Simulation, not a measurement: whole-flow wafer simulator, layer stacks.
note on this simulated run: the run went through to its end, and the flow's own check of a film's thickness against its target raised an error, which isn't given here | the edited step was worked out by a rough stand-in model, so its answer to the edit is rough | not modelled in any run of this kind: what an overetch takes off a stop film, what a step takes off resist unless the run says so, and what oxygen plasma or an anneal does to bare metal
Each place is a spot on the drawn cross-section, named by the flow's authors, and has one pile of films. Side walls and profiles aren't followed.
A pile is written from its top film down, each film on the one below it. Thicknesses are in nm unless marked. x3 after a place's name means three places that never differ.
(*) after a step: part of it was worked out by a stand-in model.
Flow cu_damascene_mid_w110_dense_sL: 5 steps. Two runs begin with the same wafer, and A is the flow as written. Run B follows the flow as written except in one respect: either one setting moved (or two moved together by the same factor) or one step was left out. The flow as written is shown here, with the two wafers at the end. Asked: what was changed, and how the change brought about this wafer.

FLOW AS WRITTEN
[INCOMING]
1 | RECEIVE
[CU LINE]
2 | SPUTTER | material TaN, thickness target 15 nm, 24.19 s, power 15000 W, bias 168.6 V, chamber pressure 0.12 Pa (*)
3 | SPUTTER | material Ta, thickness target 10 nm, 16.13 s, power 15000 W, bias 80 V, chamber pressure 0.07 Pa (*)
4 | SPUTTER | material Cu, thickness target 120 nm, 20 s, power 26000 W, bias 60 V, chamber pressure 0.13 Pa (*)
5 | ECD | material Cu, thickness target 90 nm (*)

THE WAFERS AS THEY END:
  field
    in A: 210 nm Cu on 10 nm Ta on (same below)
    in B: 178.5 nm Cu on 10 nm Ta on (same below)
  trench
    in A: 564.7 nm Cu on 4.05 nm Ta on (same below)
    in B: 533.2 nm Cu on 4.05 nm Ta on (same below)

Cause: step 5, ECD: thickness target 58.5 nm was run, though the flow has thickness target 90 nm.

The path from the change to this, step by step:
  5 | ECD | material Cu, thickness target 90 nm (*)
      field: A +90 Cu | B +58.5 Cu
      trench: A +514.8 Cu | B +483.3 Cu
